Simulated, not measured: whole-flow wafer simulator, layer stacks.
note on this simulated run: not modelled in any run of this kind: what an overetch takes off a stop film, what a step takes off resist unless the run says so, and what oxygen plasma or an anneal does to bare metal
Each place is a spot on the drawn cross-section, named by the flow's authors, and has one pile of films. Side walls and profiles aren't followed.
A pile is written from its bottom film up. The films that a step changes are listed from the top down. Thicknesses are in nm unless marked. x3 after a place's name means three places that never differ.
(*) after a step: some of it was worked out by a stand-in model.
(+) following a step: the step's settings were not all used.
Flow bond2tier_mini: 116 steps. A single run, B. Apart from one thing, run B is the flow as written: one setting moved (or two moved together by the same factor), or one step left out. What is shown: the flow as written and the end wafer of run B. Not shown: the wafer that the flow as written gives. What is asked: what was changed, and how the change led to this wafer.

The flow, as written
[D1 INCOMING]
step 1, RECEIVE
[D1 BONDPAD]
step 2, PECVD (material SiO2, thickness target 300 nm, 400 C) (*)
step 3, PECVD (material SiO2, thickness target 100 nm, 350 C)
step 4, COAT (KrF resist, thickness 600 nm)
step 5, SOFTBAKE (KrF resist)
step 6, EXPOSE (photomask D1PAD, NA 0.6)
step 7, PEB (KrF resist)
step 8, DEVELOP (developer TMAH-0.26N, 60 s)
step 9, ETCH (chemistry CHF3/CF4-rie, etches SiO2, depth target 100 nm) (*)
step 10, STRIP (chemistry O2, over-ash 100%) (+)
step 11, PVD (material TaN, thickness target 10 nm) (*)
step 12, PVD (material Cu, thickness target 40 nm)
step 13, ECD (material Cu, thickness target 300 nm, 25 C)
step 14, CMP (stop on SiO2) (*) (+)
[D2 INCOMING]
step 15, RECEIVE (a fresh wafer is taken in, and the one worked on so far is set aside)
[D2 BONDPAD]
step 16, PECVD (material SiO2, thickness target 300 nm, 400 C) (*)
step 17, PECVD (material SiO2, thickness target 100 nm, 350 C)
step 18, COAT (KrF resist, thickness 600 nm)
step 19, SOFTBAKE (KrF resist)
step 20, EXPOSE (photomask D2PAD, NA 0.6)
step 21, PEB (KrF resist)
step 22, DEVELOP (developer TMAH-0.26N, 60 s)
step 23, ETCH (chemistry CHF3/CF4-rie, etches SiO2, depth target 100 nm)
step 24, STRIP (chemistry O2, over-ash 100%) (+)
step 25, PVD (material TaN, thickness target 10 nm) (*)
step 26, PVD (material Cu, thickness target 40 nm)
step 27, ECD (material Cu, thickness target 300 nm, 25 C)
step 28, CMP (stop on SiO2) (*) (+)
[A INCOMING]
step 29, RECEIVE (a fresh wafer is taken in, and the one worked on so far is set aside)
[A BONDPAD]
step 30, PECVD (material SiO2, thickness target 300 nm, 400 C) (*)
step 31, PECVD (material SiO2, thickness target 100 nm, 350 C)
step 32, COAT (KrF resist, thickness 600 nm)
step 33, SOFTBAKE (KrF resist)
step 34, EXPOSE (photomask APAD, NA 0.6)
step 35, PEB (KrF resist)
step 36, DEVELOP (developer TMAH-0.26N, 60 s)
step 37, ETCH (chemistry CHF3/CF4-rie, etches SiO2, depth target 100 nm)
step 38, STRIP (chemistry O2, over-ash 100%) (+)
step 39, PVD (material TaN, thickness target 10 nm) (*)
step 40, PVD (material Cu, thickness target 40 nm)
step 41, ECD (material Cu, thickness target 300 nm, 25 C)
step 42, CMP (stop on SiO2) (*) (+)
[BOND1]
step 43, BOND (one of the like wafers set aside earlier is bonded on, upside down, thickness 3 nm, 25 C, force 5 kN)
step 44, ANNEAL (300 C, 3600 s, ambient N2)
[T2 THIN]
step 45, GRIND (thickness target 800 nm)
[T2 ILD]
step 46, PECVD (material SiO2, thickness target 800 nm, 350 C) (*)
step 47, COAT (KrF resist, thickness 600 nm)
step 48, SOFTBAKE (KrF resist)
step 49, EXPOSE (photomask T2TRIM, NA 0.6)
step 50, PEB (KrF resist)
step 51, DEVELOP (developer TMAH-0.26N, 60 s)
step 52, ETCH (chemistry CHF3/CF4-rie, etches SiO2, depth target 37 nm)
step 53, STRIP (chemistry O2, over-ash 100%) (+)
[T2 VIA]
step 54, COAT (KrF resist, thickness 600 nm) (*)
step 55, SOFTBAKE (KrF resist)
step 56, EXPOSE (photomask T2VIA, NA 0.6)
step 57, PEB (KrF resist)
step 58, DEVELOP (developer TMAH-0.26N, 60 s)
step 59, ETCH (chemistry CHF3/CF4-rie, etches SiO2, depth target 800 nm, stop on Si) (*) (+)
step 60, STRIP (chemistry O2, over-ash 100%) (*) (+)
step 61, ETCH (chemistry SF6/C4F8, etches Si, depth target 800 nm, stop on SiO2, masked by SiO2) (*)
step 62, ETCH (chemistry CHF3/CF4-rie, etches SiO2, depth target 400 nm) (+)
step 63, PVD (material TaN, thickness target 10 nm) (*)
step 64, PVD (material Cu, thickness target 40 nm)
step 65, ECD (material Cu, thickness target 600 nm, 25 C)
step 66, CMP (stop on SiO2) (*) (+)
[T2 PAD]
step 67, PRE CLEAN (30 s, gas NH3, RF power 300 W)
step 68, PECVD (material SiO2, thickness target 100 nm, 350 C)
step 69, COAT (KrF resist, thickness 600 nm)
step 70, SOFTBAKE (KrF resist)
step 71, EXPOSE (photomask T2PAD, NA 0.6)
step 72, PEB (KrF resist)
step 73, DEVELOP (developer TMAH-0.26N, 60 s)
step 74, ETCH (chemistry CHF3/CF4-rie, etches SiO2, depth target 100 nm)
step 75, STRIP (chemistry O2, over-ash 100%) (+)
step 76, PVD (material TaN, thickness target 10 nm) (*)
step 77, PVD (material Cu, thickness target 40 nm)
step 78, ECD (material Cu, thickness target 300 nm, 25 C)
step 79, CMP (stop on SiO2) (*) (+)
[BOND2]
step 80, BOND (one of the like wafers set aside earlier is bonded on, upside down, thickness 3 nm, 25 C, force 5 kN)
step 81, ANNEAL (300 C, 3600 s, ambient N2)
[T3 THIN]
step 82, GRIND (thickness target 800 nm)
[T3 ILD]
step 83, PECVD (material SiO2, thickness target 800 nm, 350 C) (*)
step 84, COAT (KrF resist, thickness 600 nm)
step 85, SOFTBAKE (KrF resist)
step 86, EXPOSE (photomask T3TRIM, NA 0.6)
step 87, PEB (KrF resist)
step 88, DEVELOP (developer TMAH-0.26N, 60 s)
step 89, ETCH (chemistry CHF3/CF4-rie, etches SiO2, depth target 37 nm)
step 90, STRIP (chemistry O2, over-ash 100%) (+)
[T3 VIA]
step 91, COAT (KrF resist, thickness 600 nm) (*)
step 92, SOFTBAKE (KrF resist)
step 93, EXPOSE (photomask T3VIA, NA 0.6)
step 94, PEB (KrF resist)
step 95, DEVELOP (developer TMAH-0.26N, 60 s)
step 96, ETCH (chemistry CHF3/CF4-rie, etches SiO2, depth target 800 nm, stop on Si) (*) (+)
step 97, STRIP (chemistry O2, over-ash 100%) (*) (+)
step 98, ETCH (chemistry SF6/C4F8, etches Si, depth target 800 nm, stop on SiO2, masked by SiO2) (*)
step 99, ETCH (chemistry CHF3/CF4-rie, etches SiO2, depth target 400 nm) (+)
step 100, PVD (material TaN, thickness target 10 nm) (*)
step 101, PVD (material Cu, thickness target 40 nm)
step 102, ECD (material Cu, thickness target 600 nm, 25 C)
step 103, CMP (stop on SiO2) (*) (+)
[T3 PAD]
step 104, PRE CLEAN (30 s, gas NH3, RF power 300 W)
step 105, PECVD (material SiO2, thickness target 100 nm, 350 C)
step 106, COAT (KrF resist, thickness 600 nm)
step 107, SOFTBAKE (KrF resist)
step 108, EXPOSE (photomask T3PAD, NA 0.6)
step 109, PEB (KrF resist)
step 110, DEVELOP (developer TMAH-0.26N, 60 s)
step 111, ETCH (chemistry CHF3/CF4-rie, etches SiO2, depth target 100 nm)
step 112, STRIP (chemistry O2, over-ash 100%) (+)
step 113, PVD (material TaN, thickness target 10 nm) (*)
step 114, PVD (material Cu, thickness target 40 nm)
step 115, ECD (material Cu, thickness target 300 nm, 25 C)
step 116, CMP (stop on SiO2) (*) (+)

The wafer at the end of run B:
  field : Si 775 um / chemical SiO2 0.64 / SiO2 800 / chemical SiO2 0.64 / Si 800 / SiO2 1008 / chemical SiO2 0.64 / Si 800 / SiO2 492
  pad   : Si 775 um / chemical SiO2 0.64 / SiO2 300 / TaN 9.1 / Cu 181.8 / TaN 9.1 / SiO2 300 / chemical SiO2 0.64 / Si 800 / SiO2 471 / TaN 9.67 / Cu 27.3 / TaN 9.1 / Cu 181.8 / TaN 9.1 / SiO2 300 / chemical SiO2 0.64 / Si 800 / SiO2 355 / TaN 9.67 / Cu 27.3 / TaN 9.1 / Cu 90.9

Cause: step 62, ETCH: depth target 284 nm was run, though the flow has depth target 400 nm.

The path from the change to this, step by step:
  step 62, ETCH (chemistry CHF3/CF4-rie, etches SiO2, depth target 400 nm) (+)
      field, pad: -284 SiO2 (in the flow as written it would be: -400 SiO2)
